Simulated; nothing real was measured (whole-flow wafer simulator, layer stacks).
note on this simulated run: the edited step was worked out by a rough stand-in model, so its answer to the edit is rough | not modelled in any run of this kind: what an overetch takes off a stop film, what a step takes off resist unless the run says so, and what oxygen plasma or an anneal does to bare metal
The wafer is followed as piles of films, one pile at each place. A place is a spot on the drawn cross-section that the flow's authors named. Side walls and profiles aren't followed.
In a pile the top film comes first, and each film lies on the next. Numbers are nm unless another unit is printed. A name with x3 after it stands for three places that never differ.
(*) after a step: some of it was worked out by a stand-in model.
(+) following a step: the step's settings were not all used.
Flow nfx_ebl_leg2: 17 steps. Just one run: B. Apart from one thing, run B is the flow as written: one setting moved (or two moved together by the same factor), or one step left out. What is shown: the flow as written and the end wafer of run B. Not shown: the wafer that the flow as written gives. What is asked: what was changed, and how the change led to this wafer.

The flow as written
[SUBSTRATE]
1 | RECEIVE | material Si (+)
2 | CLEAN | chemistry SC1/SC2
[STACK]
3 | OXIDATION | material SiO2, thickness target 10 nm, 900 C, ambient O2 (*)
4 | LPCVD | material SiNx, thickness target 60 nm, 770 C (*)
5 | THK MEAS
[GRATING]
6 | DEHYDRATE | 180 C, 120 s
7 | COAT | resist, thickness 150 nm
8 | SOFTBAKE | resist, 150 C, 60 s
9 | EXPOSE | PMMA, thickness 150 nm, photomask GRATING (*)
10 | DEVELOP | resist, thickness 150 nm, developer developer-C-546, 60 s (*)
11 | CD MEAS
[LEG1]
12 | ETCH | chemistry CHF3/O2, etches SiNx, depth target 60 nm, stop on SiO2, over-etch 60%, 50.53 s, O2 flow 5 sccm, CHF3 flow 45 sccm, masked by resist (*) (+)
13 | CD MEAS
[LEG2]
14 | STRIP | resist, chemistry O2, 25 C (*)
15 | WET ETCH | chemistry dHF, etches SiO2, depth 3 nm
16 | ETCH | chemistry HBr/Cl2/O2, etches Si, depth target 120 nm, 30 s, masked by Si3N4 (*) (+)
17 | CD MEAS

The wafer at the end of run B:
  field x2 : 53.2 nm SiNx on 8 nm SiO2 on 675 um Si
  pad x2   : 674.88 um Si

Cause: step 3, OXIDATION: thickness target 8 nm was run, while the flow as written has thickness target 10 nm.
One can read it off the wafer: field x2 has SiO2 8, and step 3 as written asks for 10 nm.

How this came from the change, step by step:
  3 | OXIDATION | material SiO2, thickness target 10 nm, 900 C, ambient O2 (*)
      field x2, pad x2: +8 SiO2 (new film), -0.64 chemical SiO2 (all of it), -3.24 Si (it would be, as written: +10 SiO2 (new film), -0.64 chemical SiO2 (all of it), -4.12 Si)
  12 | ETCH | chemistry CHF3/O2, etches SiNx, depth target 60 nm, stop on SiO2, over-etch 60%, 50.53 s, O2 flow 5 sccm, CHF3 flow 45 sccm, masked by resist (*) (+)
      pad x2: -60 SiNx (all of it), -8 SiO2 (all of it) (it would be, as written: -60 SiNx (all of it), -10 SiO2 (all of it))
